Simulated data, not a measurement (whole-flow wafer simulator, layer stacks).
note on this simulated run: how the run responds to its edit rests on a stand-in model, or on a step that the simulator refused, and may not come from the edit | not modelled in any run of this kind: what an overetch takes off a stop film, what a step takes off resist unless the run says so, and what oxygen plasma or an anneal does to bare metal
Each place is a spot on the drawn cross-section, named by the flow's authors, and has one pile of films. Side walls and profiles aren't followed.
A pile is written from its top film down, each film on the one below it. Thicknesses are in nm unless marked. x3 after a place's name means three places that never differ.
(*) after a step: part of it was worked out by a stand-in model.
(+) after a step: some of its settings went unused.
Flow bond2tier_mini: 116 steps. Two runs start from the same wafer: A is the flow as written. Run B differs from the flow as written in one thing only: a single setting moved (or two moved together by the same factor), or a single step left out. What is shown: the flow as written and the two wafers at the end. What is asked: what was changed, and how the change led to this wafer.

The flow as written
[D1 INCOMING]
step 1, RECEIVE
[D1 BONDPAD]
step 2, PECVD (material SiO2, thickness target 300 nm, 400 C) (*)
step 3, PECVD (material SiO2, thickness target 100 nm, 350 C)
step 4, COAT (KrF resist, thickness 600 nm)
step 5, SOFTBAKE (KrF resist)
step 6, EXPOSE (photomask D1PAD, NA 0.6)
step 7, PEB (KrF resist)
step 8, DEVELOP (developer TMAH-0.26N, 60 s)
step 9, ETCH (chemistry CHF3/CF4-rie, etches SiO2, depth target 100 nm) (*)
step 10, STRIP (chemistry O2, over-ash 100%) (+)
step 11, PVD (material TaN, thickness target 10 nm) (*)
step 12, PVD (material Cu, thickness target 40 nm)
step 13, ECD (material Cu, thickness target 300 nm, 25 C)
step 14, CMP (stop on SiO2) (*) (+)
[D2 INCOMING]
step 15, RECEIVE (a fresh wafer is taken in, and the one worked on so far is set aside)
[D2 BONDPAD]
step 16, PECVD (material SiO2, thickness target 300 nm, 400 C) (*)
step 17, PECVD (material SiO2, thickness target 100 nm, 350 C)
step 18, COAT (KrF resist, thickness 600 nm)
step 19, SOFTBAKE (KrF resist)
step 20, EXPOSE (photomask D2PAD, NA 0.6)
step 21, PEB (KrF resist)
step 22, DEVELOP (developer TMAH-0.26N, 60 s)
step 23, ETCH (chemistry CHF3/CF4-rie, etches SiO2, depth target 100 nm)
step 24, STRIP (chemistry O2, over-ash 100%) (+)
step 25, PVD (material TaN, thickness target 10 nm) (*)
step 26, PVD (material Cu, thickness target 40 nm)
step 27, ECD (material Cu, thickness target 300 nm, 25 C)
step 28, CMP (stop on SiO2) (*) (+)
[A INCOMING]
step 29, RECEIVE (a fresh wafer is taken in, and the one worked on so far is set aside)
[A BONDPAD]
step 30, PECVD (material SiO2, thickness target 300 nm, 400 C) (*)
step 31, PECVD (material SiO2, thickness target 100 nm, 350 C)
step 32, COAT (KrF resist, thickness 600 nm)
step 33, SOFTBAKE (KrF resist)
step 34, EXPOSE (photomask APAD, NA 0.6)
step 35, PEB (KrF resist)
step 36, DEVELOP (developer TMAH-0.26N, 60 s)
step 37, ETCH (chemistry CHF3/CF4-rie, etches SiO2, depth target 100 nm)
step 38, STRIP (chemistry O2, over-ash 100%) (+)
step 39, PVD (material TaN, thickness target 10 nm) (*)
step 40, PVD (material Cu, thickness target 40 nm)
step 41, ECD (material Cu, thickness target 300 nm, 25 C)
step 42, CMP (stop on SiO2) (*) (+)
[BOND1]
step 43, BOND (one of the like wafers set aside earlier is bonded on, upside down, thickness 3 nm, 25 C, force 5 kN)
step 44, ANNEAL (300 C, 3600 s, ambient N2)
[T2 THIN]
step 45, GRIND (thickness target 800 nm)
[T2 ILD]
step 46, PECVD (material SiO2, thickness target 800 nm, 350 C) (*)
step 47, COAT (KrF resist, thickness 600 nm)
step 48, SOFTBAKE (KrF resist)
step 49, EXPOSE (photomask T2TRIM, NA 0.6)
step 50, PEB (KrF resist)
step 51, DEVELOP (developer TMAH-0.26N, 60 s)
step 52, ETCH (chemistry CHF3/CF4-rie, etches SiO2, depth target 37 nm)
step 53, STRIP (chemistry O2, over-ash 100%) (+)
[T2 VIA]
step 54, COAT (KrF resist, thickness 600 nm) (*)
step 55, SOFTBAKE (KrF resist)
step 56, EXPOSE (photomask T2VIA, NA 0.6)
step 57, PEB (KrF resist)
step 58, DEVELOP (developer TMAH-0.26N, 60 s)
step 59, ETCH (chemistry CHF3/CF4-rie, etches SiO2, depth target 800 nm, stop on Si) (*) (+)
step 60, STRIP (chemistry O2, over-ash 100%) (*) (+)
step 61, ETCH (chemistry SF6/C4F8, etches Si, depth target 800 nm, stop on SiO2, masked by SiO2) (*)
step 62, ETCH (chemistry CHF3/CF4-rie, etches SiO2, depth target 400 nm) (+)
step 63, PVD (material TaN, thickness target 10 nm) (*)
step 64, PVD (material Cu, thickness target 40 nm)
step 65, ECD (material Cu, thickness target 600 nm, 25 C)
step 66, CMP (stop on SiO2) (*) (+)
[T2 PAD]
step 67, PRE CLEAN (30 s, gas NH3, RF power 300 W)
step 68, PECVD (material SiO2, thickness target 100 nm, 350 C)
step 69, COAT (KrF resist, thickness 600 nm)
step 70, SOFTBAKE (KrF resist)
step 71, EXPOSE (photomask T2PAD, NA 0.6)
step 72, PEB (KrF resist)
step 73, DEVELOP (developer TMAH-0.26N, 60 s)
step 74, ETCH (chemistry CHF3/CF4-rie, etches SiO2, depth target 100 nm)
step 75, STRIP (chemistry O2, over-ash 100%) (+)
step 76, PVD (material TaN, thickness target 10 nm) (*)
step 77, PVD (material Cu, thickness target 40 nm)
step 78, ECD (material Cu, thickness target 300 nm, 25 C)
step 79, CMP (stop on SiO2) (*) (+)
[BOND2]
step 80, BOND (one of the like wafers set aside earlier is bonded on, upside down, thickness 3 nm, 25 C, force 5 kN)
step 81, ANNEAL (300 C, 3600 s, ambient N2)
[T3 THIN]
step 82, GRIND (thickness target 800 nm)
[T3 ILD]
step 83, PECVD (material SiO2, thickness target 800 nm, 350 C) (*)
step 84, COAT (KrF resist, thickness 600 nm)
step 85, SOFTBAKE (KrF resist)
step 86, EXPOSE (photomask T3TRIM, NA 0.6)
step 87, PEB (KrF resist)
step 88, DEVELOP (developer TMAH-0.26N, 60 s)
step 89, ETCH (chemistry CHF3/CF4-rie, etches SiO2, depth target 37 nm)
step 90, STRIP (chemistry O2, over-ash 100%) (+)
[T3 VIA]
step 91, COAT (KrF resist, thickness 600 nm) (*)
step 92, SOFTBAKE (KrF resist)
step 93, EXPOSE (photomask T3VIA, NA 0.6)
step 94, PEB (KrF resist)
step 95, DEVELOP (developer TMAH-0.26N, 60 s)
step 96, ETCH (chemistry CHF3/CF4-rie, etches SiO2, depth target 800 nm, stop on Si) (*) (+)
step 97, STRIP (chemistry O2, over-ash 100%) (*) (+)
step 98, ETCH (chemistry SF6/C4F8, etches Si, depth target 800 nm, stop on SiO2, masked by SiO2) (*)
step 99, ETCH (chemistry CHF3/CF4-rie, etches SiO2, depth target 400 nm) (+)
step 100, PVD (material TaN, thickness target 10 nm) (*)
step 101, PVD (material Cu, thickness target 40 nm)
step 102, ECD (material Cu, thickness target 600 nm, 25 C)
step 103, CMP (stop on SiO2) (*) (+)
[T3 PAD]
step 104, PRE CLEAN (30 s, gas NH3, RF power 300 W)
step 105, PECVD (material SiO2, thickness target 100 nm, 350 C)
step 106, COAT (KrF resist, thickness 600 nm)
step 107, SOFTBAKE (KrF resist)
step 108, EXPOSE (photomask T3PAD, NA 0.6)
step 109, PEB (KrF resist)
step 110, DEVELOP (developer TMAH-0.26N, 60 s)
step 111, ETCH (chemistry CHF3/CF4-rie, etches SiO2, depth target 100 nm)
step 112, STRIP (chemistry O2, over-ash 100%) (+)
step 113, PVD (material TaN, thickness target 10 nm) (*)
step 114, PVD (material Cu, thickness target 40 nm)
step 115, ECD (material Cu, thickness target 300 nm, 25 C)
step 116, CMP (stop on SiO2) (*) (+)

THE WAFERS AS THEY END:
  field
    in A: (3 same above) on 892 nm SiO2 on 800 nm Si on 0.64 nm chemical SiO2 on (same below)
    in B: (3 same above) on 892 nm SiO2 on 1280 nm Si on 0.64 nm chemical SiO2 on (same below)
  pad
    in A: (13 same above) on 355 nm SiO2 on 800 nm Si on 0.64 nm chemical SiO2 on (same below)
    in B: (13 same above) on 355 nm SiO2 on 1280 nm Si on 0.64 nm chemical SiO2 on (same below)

Cause: step 45, GRIND: thickness target 1280 nm was run, while the flow as written has thickness target 800 nm.
One can read it off the wafer: field has Si 1280, and step 45 as written asks for 800 nm.

Step by step, how the change led to this:
  step 45, GRIND (thickness target 800 nm)
      field, pad, via: A -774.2 um Si | B -773.72 um Si
